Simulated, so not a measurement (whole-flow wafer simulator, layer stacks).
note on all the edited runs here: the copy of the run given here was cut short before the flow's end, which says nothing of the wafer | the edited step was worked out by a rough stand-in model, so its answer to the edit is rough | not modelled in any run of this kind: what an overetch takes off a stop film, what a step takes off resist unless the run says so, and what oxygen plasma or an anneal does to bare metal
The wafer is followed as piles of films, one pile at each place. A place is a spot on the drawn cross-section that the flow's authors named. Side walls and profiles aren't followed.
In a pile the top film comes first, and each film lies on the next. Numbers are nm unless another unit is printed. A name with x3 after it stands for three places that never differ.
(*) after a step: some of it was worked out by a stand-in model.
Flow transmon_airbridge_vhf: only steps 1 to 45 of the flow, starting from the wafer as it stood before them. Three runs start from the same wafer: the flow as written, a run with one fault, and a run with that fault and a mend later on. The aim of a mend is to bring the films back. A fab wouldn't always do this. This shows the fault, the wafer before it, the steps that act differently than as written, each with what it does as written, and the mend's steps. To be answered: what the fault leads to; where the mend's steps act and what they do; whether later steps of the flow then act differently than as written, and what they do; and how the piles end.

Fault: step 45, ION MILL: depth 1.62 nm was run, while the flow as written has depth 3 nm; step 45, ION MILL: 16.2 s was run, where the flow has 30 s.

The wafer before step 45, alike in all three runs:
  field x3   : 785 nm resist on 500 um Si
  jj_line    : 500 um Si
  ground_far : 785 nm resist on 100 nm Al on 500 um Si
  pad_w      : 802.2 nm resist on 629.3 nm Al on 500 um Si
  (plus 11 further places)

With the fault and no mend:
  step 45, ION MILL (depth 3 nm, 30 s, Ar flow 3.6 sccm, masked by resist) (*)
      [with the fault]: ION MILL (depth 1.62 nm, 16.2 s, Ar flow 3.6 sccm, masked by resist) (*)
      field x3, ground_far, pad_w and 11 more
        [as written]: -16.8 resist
        [with the fault]: -9.06 resist
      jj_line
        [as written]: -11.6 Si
        [with the fault]: -6.28 Si
  None of the later steps of the flow acts differently than as written at any place that is followed.
  The piles end only slightly different from the flow's at the places that both follow, by no more than 2% or 0.5 nm, whichever is larger.

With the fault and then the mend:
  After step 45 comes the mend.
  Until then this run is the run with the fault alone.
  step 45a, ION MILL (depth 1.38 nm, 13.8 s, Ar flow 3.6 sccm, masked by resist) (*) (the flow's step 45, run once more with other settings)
      field x3, ground_far, pad_w and 11 more
        -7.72 resist
      jj_line
        -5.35 Si
  None of the later steps of the flow acts differently than as written at any place that is followed.
  At every place that both follow, the piles at the end match the flow's.
